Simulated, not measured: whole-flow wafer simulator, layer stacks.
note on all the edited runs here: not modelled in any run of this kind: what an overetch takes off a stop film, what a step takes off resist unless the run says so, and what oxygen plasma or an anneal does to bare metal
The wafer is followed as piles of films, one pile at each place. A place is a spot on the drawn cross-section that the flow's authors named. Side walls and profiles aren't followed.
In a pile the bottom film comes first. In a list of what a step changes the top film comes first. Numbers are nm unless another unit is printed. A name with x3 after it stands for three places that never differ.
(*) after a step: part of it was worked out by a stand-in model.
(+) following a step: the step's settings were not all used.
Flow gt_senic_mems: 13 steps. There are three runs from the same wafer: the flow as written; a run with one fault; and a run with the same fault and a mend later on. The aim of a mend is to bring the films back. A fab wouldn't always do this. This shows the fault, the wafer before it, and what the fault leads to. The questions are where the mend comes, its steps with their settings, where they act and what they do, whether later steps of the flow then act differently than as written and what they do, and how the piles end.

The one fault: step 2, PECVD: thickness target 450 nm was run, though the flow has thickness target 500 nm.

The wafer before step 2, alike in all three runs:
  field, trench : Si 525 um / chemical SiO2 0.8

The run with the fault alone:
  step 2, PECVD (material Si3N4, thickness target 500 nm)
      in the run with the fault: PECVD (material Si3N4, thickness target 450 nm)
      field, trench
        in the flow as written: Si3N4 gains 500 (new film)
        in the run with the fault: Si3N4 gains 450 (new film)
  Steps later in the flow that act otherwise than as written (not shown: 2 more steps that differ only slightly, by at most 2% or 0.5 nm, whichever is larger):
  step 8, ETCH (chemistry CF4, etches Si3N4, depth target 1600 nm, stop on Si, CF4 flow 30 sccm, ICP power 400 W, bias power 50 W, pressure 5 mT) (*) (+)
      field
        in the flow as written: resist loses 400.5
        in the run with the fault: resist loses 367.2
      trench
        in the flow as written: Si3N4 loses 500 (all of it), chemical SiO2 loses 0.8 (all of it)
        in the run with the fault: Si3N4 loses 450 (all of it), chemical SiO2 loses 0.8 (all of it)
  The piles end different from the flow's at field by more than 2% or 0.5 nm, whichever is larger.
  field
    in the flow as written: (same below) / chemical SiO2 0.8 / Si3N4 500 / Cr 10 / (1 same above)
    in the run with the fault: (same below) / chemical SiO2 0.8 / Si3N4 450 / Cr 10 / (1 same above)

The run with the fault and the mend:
  The mend stands after step 2.
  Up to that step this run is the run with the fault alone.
  step 2a, PECVD (material Si3N4, thickness target 50 nm) (a further turn of the flow's step 2, with different settings)
      field, trench
        Si3N4 gains 50
  None of the later steps of the flow acts differently than as written at any place that is followed.
  The piles end the same as the flow's at every place that both follow.
